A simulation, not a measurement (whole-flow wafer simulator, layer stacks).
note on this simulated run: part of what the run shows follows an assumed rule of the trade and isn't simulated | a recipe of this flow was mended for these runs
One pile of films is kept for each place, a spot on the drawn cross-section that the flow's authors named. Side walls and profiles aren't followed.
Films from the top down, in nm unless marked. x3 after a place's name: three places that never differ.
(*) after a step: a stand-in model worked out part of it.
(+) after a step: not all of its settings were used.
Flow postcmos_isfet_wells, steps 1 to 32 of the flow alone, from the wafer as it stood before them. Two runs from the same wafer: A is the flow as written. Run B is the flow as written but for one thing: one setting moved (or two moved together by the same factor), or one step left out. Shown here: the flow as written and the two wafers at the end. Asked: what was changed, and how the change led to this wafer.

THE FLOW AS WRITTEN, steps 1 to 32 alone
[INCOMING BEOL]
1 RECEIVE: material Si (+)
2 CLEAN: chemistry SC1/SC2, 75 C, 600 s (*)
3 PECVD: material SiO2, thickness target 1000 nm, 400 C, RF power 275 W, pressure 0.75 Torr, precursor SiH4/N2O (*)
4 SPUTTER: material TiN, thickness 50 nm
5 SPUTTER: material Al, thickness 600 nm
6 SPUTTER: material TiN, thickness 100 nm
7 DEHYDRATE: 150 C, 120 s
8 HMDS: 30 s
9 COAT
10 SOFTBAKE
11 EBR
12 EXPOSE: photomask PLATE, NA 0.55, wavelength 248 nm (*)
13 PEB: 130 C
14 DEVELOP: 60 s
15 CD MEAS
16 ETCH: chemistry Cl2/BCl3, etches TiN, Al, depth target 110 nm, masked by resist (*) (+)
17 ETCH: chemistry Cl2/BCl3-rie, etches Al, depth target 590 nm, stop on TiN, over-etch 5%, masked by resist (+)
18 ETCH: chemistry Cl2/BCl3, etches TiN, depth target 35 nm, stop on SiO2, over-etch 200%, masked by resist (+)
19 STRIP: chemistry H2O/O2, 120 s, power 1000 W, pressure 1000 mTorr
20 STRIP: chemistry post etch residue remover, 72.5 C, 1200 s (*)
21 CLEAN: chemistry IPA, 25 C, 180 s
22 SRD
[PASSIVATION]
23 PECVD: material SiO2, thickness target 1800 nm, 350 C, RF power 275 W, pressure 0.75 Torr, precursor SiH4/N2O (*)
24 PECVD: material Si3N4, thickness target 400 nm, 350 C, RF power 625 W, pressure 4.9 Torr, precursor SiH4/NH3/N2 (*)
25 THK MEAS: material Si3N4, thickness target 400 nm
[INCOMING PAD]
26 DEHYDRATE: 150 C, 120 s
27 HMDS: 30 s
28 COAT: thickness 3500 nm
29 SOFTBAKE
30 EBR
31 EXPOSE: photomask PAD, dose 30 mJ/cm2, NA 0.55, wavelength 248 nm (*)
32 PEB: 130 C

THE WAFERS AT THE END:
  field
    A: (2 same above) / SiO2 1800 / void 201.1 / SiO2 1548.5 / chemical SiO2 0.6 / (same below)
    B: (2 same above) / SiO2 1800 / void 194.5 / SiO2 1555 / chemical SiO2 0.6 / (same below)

The cause: step 16, ETCH: depth target 70 nm was run, where the flow has depth target 110 nm.

How the change led to this, step by step:
  16 ETCH: chemistry Cl2/BCl3, etches TiN, Al, depth target 110 nm, masked by resist (*) (+)
      field: A TiN -100 (all of it), Al -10 | B TiN -70
      margin x8: A thick-KrF-resist -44 | B thick-KrF-resist -28
  17 ETCH: chemistry Cl2/BCl3-rie, etches Al, depth target 590 nm, stop on TiN, over-etch 5%, masked by resist (+)
      field: A Al -590 (all of it), TiN -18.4 | B TiN -30 (all of it), Al -542
  18 ETCH: chemistry Cl2/BCl3, etches TiN, depth target 35 nm, stop on SiO2, over-etch 200%, masked by resist (+)
      field: A TiN -31.6 (all of it), SiO2 -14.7 | B Al -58 (all of it), TiN -50 (all of it), SiO2 -6.13
      margin x8: A thick-KrF-resist -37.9 | B thick-KrF-resist -42
  23 PECVD: material SiO2, thickness target 1800 nm, 350 C, RF power 275 W, pressure 0.75 Torr, precursor SiH4/N2O (*)
      field: A SiO2 +1800 (new film), void +201.1 (new film), SiO2 +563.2 | B SiO2 +1800 (new film), void +194.5 (new film), SiO2 +561.2
